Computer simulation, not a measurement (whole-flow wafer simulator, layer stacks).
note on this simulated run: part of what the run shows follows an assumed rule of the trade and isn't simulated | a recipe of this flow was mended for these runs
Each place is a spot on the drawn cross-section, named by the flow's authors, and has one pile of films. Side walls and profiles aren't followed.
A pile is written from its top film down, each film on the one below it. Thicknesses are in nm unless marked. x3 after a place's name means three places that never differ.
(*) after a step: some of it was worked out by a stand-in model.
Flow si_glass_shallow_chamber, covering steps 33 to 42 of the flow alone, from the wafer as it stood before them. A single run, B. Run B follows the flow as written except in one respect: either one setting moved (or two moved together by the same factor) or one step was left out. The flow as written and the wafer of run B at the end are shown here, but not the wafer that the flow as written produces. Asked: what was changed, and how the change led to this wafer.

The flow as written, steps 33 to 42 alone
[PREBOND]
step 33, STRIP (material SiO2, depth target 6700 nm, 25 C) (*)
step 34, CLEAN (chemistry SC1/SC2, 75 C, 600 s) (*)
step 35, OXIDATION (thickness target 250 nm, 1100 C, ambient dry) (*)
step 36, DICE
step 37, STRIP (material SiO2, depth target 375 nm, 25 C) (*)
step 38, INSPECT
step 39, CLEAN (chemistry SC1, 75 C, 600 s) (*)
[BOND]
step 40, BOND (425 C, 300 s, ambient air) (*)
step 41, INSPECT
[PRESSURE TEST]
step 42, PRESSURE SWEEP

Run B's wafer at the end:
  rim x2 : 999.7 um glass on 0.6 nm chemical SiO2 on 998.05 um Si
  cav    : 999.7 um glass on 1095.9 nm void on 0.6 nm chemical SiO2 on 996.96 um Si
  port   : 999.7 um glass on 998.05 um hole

Cause: step 34, CLEAN: 98 C was run, whereas the flow has 75 C.

The path from the change to this, step by step:
  step 34, CLEAN (chemistry SC1/SC2, 75 C, 600 s) (*)
      rim x2, cav, septum, ring: chemical SiO2 gains 0.6 (new film), Si loses 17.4 (in the flow as written it would be: chemical SiO2 gains 0.6 (new film), Si loses 6.34)
